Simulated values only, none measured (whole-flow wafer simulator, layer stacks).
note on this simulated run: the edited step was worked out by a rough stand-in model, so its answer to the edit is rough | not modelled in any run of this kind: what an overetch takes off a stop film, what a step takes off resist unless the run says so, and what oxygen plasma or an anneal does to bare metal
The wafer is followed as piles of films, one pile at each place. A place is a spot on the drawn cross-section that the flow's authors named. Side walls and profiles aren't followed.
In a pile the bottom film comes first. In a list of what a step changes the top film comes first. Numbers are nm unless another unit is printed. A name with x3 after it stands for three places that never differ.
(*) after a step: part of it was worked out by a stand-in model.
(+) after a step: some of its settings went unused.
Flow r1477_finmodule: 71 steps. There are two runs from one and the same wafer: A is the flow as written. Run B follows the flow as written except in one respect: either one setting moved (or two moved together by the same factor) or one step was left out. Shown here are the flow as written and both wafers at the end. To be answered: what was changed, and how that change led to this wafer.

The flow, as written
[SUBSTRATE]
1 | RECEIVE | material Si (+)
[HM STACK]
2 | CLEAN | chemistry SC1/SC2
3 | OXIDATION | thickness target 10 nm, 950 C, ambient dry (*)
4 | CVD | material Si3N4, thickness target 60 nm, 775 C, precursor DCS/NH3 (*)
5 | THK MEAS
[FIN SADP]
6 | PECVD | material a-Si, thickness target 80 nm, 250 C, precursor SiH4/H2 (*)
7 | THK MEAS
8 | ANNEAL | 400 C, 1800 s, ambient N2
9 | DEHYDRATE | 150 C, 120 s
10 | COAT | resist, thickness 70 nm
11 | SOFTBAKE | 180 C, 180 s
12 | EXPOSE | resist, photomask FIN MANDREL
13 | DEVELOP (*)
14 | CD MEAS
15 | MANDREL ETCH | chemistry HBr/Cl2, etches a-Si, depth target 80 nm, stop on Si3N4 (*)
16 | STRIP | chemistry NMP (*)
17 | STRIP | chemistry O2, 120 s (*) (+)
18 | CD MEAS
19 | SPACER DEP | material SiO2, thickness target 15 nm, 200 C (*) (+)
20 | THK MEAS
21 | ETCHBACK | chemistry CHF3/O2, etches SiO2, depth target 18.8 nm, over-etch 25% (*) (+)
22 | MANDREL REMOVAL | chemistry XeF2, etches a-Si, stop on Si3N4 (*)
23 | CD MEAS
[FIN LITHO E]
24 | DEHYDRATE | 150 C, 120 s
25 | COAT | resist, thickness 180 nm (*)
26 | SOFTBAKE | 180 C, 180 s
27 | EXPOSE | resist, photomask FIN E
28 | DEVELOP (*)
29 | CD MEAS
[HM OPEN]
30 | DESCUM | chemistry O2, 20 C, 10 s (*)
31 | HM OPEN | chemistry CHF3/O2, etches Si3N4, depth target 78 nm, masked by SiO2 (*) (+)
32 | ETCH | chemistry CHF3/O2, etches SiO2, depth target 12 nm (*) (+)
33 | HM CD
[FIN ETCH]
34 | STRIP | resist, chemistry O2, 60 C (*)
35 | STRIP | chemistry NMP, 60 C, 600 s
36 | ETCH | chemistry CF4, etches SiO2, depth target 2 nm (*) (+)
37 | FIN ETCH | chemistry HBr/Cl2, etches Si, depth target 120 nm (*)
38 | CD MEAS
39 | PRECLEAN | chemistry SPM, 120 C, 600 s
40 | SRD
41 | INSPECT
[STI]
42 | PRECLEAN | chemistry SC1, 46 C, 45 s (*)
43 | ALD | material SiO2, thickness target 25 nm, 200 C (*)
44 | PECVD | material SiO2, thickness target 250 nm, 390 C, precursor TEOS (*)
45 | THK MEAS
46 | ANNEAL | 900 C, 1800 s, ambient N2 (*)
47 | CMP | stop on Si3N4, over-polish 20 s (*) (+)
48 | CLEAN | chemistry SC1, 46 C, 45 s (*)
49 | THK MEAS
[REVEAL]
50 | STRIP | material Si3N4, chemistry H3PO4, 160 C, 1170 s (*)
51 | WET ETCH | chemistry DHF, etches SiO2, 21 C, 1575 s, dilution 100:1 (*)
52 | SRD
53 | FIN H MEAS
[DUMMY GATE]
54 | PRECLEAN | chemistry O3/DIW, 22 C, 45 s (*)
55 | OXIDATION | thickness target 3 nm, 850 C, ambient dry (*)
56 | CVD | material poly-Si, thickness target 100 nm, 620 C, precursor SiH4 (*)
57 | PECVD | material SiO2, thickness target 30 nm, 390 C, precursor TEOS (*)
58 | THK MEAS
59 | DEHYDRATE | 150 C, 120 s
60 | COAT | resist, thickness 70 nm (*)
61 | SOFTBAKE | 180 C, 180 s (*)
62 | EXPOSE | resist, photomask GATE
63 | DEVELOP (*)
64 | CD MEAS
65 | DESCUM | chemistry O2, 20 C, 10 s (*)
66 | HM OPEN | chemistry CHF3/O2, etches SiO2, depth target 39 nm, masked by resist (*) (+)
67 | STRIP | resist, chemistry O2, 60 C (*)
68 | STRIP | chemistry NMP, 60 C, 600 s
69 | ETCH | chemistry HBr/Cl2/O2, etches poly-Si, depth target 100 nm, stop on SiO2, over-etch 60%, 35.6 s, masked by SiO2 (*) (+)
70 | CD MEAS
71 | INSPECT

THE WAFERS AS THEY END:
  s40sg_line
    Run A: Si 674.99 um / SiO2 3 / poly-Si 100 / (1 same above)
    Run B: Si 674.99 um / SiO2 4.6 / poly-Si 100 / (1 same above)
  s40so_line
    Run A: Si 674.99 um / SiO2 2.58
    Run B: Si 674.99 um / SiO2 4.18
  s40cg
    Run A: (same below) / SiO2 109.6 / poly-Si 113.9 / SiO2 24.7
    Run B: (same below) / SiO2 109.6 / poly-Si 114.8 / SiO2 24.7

Cause: step 55, OXIDATION: thickness target 4.6 nm was run, whereas the flow has thickness target 3 nm.
The wafer lets one read it off: s40sg_line has SiO2 4.6, and step 55 as written asks for 3 nm.

The path from the change to this, step by step:
  55 | OXIDATION | thickness target 3 nm, 850 C, ambient dry (*)
      s40sg_line, s45sg_line, s50sg_line, s40so_line, s45so_line, s50so_line: A SiO2 gains 3 (new film), chemical SiO2 loses 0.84 (all of it), Si loses 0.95 | B SiO2 gains 4.6 (new film), chemical SiO2 loses 0.84 (all of it), Si loses 1.65
  67 | STRIP | resist, chemistry O2, 60 C (*)
      s40sg: A resist loses 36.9 (all of it) | B resist loses 37.8 (all of it)
      s45sg: A resist loses 36.9 (all of it) | B resist loses 37.7 (all of it)
      (also at 1 further place)
